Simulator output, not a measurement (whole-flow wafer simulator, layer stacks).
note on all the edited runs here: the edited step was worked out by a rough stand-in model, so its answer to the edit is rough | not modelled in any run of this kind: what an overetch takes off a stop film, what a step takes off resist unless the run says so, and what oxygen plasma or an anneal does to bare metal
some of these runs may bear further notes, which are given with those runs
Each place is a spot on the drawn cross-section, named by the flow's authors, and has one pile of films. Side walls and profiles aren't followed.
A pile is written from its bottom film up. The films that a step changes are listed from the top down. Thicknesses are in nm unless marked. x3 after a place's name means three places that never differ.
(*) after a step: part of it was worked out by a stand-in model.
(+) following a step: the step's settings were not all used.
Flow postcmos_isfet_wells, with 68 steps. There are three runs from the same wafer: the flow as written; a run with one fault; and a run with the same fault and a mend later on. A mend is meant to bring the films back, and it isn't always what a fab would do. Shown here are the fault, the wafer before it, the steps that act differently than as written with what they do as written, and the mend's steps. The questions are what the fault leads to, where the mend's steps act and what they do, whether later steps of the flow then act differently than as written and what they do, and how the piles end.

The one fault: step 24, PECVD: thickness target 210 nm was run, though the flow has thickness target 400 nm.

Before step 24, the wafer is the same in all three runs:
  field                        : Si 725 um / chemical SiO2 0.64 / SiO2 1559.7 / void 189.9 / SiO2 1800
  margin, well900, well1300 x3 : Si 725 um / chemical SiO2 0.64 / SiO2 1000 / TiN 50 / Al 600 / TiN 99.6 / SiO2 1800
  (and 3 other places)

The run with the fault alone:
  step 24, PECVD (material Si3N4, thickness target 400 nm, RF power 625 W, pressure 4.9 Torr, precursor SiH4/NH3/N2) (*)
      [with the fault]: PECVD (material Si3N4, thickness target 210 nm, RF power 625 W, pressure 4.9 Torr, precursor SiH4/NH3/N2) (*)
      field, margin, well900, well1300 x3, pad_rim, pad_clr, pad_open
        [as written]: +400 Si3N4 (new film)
        [with the fault]: +210 Si3N4 (new film)
  Steps further on in the flow that do not act as written (not shown: 2 more steps that differ only slightly, by at most 2% or 0.5 nm, whichever is larger):
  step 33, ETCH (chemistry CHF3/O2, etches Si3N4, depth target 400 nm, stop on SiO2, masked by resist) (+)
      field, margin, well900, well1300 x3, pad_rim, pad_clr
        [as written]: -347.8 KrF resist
        [with the fault]: -273.9 KrF resist
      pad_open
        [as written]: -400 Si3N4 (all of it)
        [with the fault]: -210 Si3N4 (all of it)
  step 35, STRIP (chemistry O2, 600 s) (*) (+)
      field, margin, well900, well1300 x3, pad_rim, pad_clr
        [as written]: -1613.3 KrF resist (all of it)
        [with the fault]: -1687.2 KrF resist (all of it)
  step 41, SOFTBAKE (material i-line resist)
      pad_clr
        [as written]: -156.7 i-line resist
        [with the fault]: -137.8 i-line resist
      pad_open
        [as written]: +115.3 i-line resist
        [with the fault]: +106.9 i-line resist
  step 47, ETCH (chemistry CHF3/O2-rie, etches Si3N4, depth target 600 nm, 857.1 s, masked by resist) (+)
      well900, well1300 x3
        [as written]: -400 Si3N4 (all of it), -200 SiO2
        [with the fault]: -210 Si3N4 (all of it), -390 SiO2
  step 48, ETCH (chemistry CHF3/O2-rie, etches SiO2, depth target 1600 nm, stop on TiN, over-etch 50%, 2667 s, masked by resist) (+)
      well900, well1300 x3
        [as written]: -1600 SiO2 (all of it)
        [with the fault]: -1410 SiO2 (all of it)
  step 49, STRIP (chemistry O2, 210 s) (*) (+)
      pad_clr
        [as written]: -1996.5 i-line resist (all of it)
        [with the fault]: -2074.7 i-line resist (all of it)
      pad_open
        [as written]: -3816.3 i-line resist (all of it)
        [with the fault]: -3739.7 i-line resist (all of it)
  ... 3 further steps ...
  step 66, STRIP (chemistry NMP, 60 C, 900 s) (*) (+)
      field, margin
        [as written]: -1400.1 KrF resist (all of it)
        [with the fault]: -1490.2 KrF resist (all of it)
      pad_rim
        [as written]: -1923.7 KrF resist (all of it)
        [with the fault]: -1965.9 KrF resist (all of it)
  By the end, the piles at field, margin, pad_rim, pad_clr depart from the flow's by more than 2% or 0.5 nm, whichever is larger.
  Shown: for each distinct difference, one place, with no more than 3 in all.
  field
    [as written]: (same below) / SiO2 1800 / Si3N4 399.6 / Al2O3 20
    [with the fault]: (same below) / SiO2 1800 / Si3N4 209.6 / Al2O3 20
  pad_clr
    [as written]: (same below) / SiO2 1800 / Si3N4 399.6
    [with the fault]: (same below) / SiO2 1800 / Si3N4 209.6

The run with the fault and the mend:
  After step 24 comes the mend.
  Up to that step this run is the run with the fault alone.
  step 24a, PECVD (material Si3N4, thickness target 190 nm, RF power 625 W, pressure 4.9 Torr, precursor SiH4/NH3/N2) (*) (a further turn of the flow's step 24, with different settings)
      field, margin, well900, well1300 x3, pad_rim, pad_clr, pad_open
        +190 Si3N4
  Every later step of the flow that is run acts as written at every place that is followed.
  At every place that both follow, the piles at the end match the flow's.
